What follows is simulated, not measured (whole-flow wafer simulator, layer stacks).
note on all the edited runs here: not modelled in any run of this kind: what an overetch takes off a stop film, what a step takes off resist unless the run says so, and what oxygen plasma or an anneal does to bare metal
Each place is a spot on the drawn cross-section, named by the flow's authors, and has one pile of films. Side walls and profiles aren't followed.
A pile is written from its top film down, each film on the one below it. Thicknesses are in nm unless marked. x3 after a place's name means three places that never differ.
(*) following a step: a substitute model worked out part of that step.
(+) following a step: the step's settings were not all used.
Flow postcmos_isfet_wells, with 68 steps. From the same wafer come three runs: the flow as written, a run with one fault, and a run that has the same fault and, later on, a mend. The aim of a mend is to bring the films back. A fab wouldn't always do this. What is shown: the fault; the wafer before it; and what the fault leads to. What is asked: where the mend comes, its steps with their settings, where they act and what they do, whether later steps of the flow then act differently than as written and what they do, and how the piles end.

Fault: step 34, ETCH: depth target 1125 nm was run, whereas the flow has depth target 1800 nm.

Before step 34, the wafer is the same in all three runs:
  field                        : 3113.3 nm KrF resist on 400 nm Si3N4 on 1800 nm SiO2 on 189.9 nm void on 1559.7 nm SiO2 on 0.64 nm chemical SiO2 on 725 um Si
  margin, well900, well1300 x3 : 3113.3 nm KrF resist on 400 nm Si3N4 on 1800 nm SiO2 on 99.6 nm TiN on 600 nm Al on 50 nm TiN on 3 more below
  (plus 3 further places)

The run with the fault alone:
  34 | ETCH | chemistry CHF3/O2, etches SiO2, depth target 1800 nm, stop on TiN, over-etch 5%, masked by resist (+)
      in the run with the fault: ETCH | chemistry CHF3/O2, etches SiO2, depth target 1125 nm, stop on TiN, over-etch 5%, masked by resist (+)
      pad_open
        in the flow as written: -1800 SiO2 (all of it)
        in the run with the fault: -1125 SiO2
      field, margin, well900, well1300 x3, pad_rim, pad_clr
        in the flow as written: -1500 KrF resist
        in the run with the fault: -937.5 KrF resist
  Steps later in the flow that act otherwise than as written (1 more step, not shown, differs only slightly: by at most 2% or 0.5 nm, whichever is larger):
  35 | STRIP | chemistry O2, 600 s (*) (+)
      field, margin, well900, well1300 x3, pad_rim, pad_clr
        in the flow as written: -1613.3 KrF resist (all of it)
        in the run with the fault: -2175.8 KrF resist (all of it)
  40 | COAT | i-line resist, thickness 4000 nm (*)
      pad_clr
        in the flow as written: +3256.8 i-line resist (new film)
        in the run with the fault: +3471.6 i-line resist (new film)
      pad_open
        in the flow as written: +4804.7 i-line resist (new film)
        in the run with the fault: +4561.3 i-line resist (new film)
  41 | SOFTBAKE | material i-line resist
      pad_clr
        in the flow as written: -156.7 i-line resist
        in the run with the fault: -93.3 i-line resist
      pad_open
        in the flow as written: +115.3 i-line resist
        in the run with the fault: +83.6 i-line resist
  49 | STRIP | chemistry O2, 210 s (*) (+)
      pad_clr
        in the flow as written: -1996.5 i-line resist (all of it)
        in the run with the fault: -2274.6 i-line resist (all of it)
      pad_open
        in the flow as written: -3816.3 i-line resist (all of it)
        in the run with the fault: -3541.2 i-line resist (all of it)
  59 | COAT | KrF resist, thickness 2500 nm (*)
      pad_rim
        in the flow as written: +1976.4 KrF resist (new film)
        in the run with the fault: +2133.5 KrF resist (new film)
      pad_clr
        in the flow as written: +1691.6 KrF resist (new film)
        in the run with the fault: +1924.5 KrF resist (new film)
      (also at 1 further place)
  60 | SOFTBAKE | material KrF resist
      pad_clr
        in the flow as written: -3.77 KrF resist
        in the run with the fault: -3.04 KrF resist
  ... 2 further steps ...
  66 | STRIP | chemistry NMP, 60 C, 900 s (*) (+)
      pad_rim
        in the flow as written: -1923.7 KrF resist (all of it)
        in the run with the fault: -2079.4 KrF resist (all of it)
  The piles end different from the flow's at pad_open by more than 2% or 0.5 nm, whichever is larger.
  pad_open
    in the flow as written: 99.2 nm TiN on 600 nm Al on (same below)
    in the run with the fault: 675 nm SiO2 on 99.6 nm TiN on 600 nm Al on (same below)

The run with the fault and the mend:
  The mend stands after step 34.
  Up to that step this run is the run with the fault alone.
  34a | ETCH | chemistry CHF3/O2, etches SiO2, depth target 675 nm, stop on TiN, over-etch 5%, masked by resist (the flow's step 34 again, with other settings)
      field, margin, well900, well1300 x3, pad_rim, pad_clr
        -562.5 KrF resist
      pad_open
        -675 SiO2 (all of it)
  Every later step of the flow that is run acts as written at every place that is followed.
  At every place that both follow, the piles at the end match the flow's.
